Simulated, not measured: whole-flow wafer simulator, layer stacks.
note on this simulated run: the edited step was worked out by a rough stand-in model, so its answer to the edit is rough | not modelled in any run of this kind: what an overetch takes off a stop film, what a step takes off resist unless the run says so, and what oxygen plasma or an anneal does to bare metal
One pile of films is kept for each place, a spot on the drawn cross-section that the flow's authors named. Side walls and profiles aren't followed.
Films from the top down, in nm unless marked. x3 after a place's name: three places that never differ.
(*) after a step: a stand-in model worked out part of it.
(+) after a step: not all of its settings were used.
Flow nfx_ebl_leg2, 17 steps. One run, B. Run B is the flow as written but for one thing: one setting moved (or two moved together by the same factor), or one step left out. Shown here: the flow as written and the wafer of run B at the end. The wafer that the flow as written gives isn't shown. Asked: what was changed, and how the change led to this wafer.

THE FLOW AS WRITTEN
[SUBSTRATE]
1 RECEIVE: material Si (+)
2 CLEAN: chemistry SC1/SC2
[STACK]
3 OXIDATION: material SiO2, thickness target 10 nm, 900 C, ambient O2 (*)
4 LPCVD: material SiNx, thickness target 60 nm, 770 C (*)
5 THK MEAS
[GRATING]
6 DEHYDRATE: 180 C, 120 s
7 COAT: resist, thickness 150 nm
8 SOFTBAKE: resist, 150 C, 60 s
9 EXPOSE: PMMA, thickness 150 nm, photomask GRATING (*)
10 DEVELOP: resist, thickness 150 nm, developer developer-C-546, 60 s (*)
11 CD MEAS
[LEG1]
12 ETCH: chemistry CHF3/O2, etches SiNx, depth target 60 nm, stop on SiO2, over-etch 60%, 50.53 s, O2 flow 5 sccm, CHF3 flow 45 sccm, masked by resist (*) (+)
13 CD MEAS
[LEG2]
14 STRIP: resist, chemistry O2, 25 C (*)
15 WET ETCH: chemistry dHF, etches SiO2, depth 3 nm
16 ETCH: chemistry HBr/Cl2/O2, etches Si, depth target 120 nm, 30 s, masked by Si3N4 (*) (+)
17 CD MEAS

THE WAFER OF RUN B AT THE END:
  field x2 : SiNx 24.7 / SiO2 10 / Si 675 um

The cause: step 4, LPCVD: thickness target 31.5 nm was run, where the flow has thickness target 60 nm.

How the change led to this, step by step:
  4 LPCVD: material SiNx, thickness target 60 nm, 770 C (*)
      field x2, pad x2: SiNx +31.5 (new film) (as written it would be: SiNx +60 (new film))
  12 ETCH: chemistry CHF3/O2, etches SiNx, depth target 60 nm, stop on SiO2, over-etch 60%, 50.53 s, O2 flow 5 sccm, CHF3 flow 45 sccm, masked by resist (*) (+)
      pad x2: SiNx -31.5 (all of it), SiO2 -10 (all of it) (as written it would be: SiNx -60 (all of it), SiO2 -10 (all of it))
